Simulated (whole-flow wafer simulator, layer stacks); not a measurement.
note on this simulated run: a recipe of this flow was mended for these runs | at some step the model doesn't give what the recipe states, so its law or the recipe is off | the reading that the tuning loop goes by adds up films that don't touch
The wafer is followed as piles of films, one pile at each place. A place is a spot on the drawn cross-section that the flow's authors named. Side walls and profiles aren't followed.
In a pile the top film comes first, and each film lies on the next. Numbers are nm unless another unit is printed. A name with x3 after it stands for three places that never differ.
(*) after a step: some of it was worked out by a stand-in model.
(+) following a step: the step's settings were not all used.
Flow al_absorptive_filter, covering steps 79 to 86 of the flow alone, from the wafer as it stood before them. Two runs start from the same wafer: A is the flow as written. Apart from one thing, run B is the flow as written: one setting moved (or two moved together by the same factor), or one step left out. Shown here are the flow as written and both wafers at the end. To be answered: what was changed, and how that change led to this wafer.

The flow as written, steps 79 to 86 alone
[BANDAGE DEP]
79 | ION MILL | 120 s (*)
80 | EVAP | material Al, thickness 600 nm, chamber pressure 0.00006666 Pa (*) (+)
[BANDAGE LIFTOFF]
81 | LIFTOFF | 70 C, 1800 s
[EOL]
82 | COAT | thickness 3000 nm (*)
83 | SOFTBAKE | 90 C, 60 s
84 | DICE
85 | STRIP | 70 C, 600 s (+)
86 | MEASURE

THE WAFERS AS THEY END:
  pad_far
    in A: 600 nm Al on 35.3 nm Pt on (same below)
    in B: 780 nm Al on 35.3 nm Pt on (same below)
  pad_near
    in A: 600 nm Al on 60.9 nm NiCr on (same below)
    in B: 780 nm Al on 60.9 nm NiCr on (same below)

The reason: step 80, EVAP: thickness 780 nm was run, while the flow as written has thickness 600 nm.
The wafer lets one read it off: pad_far has Al 780, and step 80 as written asks for 600 nm.

How this came from the change, step by step:
  80 | EVAP | material Al, thickness 600 nm, chamber pressure 0.00006666 Pa (*) (+)
      gnd, pad_far, pad_near and 11 more: A +600 Al (new film) | B +780 Al (new film)
  81 | LIFTOFF | 70 C, 1800 s
      xa_field, xl_land, idc_field: A -600 Al (all of it), -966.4 i-line-resist (all of it), -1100 lift-off-underlayer (all of it), -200 acrylic-e-beam-resist (all of it) | B -780 Al (all of it), -966.4 i-line-resist (all of it), -1100 lift-off-underlayer (all of it), -200 acrylic-e-beam-resist (all of it)
      gnd: A -600 Al (all of it), -968.3 i-line-resist (all of it), -1103.3 lift-off-underlayer (all of it), -200.9 acrylic-e-beam-resist (all of it) | B -780 Al (all of it), -968.3 i-line-resist (all of it), -1103.3 lift-off-underlayer (all of it), -200.9 acrylic-e-beam-resist (all of it)
      (also at 8 further places)
  82 | COAT | thickness 3000 nm (*)
      pad_far: A +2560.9 i-line-resist (new film) | B +2431.6 i-line-resist (new film)
      pad_near: A +2480.3 i-line-resist (new film) | B +2349.5 i-line-resist (new film)
  83 | SOFTBAKE | 90 C, 60 s
      gnd: A +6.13 i-line-resist | B +8.12 i-line-resist
      pad_far: A -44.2 i-line-resist | B -58.6 i-line-resist
      (also at 2 further places)
  85 | STRIP | 70 C, 600 s (+)
      pad_far: A -2516.7 i-line-resist (all of it) | B -2373 i-line-resist (all of it)
      pad_near: A -2439.3 i-line-resist (all of it) | B -2294.9 i-line-resist (all of it)
